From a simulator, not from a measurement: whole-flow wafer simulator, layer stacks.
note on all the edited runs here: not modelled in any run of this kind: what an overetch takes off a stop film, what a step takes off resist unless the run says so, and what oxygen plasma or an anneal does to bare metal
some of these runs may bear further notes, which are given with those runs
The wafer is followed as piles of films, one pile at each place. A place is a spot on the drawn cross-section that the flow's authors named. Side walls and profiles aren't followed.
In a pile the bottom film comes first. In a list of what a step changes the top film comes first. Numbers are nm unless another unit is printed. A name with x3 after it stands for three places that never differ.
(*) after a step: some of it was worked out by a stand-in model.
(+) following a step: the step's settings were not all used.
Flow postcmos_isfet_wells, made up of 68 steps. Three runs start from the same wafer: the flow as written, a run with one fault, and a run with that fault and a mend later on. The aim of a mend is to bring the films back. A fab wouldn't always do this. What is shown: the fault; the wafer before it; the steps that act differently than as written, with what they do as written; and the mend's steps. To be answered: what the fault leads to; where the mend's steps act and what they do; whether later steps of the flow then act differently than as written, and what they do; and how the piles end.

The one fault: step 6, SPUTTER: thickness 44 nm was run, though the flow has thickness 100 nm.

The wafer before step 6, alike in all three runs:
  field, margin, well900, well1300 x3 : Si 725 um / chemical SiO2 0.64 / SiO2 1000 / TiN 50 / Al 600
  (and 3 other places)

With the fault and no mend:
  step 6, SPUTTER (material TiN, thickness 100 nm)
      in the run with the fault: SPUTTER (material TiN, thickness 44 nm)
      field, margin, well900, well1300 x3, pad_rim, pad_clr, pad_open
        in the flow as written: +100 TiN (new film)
        in the run with the fault: +44 TiN (new film)
  Steps later in the flow that act otherwise than as written:
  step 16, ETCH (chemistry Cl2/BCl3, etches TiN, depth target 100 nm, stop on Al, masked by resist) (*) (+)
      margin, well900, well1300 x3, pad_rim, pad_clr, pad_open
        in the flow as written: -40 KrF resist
        in the run with the fault: -26.4 KrF resist
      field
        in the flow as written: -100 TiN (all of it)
        in the run with the fault: -44 TiN (all of it)
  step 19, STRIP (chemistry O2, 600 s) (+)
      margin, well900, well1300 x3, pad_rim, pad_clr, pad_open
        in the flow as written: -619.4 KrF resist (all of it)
        in the run with the fault: -633 KrF resist (all of it)
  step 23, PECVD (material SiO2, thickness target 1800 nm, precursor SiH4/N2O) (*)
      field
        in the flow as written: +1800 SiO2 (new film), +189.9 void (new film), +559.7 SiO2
        in the run with the fault: +1800 SiO2 (new film), +148.5 void (new film), +545.1 SiO2
  By the end, the piles at field, margin, well900, well1300 x3, pad_rim, pad_clr, pad_open depart from the flow's by more than 2% or 0.5 nm, whichever is larger.
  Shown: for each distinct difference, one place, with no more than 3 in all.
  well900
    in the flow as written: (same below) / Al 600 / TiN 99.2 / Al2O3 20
    in the run with the fault: (same below) / Al 600 / TiN 43.2 / Al2O3 20
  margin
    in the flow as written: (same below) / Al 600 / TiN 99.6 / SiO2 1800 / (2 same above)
    in the run with the fault: (same below) / Al 600 / TiN 43.6 / SiO2 1800 / (2 same above)
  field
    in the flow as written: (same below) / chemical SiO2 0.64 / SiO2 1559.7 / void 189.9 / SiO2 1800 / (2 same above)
    in the run with the fault: (same below) / chemical SiO2 0.64 / SiO2 1545.1 / void 148.5 / SiO2 1800 / (2 same above)

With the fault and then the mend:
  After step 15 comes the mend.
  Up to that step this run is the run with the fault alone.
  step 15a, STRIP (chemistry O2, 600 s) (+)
      margin, well900, well1300 x3, pad_rim, pad_clr, pad_open
        -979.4 KrF resist (all of it)
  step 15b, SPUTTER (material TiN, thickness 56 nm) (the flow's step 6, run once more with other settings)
      field, margin, well900, well1300 x3, pad_rim, pad_clr, pad_open
        +56 TiN
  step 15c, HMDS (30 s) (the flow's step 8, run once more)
      leaves every film unchanged at each place that is followed
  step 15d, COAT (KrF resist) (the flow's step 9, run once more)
      field, margin, well900, well1300 x3, pad_rim, pad_clr, pad_open
        +1000 KrF resist (new film)
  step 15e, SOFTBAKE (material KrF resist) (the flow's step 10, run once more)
      leaves every film unchanged at each place that is followed
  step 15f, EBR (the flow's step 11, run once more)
      leaves every film unchanged at each place that is followed
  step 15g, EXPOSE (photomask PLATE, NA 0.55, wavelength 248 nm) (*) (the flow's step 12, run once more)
      leaves every film unchanged at each place that is followed
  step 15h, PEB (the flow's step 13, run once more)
      field, margin, well900, well1300 x3, pad_rim, pad_clr, pad_open
        -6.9 KrF resist
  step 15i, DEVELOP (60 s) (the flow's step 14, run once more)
      margin, well900, well1300 x3, pad_rim, pad_clr, pad_open
        -13.7 KrF resist
      field
        -993.1 KrF resist (all of it)
  Later steps of the flow that are run all act as written at every place that is followed.
  At every place that both follow, the piles at the end match the flow's.
